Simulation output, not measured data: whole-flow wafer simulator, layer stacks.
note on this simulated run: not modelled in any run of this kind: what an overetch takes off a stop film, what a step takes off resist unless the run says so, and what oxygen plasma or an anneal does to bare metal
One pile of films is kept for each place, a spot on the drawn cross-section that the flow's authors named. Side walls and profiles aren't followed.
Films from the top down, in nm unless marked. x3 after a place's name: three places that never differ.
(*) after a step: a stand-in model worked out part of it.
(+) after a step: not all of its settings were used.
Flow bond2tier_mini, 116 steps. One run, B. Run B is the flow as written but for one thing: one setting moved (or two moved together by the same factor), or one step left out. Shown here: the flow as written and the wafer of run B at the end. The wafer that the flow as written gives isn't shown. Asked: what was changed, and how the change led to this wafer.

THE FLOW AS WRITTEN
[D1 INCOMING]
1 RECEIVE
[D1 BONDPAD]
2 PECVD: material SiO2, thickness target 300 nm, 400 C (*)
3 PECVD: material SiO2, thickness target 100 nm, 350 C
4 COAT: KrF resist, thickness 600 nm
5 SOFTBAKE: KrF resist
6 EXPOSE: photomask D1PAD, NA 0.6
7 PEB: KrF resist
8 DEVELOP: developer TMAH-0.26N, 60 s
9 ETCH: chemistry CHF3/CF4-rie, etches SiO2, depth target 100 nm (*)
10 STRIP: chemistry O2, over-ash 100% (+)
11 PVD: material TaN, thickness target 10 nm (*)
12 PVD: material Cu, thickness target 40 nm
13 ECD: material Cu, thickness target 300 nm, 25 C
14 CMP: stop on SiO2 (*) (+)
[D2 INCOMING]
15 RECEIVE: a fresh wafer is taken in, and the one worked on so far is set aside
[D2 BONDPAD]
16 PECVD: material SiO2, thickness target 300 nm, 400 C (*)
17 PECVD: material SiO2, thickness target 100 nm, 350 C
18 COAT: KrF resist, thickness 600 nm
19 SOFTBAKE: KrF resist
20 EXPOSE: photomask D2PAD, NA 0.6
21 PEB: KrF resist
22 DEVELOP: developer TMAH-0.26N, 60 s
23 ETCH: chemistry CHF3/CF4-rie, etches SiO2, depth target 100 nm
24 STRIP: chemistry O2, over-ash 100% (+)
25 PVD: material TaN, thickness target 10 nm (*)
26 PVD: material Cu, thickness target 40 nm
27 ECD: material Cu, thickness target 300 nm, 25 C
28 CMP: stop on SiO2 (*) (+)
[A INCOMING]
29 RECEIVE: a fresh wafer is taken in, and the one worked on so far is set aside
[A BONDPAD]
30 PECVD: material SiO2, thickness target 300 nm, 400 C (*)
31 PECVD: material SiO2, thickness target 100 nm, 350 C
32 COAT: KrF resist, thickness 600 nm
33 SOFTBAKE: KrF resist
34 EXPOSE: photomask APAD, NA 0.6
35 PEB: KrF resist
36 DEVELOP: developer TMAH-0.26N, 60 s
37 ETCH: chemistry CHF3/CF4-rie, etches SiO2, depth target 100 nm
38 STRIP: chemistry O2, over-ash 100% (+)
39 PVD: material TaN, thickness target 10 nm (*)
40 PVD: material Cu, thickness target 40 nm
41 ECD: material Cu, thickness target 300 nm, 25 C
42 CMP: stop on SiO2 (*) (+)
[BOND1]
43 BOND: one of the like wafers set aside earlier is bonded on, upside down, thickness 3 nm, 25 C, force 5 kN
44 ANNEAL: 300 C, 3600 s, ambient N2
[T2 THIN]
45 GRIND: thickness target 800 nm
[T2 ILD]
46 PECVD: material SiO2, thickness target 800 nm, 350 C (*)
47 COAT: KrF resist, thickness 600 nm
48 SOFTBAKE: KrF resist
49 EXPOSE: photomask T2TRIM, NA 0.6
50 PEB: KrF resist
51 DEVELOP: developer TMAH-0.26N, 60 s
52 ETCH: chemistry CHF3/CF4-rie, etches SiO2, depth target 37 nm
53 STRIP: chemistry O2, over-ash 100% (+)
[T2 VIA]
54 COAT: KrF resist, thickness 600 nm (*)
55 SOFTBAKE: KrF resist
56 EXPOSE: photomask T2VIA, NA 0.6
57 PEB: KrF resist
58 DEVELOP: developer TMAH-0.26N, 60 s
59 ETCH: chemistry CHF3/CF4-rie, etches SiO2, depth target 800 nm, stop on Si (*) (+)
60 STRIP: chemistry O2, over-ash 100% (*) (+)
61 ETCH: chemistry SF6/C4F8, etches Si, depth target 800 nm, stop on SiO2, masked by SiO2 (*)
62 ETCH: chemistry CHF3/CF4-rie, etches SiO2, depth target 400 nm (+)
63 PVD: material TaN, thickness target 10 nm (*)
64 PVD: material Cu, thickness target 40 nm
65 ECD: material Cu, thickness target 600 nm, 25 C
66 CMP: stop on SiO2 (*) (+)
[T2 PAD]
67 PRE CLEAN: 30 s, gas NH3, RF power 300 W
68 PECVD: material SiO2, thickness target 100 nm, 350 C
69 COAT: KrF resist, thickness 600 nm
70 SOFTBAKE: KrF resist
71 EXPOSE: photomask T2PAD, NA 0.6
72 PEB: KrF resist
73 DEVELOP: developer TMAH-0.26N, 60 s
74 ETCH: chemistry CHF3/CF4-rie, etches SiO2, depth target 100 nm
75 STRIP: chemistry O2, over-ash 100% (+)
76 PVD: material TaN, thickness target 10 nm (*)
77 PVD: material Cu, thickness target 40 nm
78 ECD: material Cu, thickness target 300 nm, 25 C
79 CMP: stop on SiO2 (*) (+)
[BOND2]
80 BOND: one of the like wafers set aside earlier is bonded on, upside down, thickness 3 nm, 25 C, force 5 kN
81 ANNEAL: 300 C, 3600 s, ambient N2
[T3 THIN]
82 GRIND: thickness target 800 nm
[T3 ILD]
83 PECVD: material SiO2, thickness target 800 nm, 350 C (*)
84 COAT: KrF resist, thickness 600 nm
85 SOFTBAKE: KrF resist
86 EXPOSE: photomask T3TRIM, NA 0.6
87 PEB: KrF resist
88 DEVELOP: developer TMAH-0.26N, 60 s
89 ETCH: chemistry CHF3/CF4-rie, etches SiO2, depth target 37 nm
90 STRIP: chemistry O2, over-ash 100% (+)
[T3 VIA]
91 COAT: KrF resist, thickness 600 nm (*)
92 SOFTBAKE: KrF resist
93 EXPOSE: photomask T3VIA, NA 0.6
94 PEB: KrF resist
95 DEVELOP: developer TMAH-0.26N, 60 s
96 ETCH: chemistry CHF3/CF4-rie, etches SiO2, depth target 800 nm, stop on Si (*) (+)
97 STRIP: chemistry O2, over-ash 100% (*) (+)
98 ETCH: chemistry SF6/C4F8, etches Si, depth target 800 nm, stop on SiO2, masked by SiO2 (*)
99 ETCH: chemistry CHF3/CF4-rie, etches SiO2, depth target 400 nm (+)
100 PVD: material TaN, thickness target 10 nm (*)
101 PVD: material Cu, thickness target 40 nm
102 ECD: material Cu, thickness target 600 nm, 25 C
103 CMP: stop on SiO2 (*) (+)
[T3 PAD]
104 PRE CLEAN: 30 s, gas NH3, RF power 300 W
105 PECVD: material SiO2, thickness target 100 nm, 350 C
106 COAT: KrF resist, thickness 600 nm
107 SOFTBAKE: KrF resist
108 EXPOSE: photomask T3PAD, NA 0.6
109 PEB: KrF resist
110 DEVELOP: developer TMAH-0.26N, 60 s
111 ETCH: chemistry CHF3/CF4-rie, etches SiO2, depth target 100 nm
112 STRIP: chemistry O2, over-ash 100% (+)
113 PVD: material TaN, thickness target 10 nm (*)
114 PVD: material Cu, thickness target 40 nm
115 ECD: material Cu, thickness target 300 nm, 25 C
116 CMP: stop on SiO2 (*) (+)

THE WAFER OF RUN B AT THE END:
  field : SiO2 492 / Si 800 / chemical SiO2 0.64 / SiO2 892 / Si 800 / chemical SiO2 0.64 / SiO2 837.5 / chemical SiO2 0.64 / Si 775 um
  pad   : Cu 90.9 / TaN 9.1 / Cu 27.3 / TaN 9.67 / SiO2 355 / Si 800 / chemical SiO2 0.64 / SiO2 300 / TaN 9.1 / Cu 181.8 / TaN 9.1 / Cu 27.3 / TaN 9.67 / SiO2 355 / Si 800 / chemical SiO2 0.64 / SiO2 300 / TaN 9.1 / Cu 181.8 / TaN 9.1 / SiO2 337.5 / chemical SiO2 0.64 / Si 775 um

The cause: step 31, PECVD: thickness target 137.5 nm was run, where the flow has thickness target 100 nm.

How the change led to this, step by step:
  31 PECVD: material SiO2, thickness target 100 nm, 350 C
      field, pad, via: SiO2 +137.5 (as written it would be: SiO2 +100)
